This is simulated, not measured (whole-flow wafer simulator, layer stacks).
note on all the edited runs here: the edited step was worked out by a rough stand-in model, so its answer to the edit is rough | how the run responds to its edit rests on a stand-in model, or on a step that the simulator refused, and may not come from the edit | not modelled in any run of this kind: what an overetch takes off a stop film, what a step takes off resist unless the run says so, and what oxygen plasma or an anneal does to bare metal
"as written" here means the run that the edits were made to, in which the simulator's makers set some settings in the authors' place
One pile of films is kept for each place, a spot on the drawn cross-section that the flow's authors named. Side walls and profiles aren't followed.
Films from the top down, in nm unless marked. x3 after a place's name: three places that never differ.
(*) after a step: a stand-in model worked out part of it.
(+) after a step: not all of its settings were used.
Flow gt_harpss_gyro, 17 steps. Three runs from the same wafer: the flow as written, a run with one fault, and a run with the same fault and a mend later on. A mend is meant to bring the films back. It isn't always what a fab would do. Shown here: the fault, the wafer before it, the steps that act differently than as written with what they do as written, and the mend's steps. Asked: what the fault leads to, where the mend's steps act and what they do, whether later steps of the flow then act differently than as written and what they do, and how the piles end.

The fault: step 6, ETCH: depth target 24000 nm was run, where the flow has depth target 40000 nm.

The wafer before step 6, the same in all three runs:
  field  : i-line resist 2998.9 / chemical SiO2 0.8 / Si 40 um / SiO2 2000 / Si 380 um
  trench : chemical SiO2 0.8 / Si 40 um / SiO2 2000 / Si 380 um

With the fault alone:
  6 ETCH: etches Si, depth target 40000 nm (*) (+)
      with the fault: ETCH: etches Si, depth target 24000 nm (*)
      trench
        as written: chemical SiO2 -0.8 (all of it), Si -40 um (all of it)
        with the fault: chemical SiO2 -0.8 (all of it), Si -24 um
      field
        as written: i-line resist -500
        with the fault: i-line resist -300
  Later steps of the flow that act differently than as written (2 more steps differ only slightly, by at most 2% or 0.5 nm, whichever is larger, and aren't shown):
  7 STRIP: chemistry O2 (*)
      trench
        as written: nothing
        with the fault: chemical SiO2 +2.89 (new film), Si -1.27
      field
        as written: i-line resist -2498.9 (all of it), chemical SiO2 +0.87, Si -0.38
        with the fault: i-line resist -2698.9 (all of it), chemical SiO2 +0.89, Si -0.39
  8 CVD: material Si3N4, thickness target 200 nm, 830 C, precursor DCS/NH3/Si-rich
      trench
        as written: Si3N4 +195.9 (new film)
        with the fault: Si3N4 +200 (new film)
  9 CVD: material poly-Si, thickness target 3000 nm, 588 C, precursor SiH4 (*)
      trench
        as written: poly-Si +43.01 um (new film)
        with the fault: poly-Si +27 um (new film)
  At the end the piles differ from the flow's by more than 2% or 0.5 nm, whichever is larger, at trench.
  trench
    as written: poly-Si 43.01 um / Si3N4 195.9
    with the fault: poly-Si 27 um / Si3N4 200 / chemical SiO2 2.89 / Si 16 um

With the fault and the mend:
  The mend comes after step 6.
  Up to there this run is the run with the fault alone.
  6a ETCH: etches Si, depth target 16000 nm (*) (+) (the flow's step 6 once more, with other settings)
      field
        i-line resist -200
      trench
        Si -16 um (all of it)
  No later step of the flow acts differently than as written at any place that is followed.
  At the end the piles are the same as the flow's at every place that both follow.
